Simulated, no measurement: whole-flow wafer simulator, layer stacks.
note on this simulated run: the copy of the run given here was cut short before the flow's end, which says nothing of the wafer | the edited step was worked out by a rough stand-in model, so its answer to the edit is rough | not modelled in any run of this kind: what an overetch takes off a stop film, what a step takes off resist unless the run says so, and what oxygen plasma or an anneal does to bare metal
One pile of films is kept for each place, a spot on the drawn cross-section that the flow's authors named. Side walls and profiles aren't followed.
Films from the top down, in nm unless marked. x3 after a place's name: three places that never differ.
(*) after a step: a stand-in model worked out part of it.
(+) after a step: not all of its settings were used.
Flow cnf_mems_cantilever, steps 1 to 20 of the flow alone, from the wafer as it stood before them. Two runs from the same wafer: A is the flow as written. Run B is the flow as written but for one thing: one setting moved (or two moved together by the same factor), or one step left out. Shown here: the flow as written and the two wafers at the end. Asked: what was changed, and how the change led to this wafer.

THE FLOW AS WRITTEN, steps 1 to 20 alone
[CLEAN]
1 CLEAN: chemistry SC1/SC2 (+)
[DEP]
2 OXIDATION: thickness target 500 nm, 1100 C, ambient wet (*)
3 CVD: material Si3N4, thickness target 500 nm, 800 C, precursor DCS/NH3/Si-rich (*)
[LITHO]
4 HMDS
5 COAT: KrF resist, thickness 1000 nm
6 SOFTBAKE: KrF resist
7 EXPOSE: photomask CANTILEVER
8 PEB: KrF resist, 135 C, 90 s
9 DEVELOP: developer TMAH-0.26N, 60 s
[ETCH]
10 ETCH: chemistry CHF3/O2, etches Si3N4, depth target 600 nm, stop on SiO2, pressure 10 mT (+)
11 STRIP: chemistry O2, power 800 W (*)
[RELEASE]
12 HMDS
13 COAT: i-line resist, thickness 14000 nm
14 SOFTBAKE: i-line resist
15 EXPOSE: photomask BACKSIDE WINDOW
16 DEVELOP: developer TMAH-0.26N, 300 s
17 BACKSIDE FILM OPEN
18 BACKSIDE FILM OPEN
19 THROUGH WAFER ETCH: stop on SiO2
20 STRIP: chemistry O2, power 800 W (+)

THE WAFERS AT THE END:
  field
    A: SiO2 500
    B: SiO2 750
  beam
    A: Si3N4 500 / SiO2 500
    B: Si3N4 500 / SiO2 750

The cause: step 2, OXIDATION: thickness target 750 nm was run, where the flow has thickness target 500 nm.
It can be read off the wafer: field has SiO2 750, and step 2 as written asks for 500 nm.

How the change led to this, step by step:
  2 OXIDATION: thickness target 500 nm, 1100 C, ambient wet (*)
      field, beam: A SiO2 +500 (new film), chemical SiO2 -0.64 (all of it), Si -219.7 | B SiO2 +750 (new film), chemical SiO2 -0.64 (all of it), Si -329.7
  19 THROUGH WAFER ETCH: stop on SiO2
      field: A under 1 film: Si -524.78 um (all of it) | B under 1 film: Si -524.67 um (all of it)
      beam: A under 2 films: Si -524.78 um (all of it) | B under 2 films: Si -524.67 um (all of it)
